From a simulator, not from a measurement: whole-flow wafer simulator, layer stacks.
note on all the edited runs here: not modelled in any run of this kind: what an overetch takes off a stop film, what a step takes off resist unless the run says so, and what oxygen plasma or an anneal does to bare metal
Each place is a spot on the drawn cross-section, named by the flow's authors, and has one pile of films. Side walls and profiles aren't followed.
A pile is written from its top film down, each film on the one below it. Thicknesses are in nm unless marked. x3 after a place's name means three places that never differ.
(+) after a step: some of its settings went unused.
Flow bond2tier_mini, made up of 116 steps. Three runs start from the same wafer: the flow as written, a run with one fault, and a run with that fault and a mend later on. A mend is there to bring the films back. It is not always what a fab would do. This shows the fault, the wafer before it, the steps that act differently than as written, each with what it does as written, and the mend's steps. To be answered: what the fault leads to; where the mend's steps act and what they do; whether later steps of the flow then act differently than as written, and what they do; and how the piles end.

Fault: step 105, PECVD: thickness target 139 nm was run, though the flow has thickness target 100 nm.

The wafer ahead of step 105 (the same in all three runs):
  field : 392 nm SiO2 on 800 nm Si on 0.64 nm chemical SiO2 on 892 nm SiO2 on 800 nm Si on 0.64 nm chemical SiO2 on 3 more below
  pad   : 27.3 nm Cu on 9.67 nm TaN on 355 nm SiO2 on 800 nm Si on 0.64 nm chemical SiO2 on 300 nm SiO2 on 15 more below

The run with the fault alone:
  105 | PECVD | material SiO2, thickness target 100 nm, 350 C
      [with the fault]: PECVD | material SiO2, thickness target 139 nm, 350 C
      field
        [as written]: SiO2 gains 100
        [with the fault]: SiO2 gains 139
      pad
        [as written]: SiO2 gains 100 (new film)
        [with the fault]: SiO2 gains 139 (new film)
  Steps further on in the flow that do not act as written:
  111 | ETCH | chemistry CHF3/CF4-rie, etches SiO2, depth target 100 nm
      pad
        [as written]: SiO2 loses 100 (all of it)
        [with the fault]: SiO2 loses 100
  By the end, the piles at field, pad depart from the flow's by more than 2% or 0.5 nm, whichever is larger.
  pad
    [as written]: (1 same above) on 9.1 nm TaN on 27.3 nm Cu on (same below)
    [with the fault]: (1 same above) on 9.1 nm TaN on 39 nm SiO2 on 27.3 nm Cu on (same below)
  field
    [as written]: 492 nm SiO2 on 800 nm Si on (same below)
    [with the fault]: 531 nm SiO2 on 800 nm Si on (same below)

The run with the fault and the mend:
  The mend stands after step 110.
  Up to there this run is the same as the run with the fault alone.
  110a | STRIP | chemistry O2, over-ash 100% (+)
      field
        KrF resist loses 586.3 (all of it)
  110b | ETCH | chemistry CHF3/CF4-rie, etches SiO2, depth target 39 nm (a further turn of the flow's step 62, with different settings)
      field, pad
        SiO2 loses 39
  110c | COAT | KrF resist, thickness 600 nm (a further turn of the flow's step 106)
      field, pad
        KrF resist gains 600 (new film)
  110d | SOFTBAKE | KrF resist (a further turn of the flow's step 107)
      alters no film at any place that is followed
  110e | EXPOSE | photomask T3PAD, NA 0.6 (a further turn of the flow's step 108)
      alters no film at any place that is followed
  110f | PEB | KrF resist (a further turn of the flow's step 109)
      alters no film at any place that is followed
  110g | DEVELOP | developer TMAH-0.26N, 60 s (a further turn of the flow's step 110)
      field
        KrF resist loses 13.7
      pad
        KrF resist loses 600 (all of it)
  Every later step of the flow that is run acts as written at every place that is followed.
  By the end, the piles equal the flow's at every place that both follow.
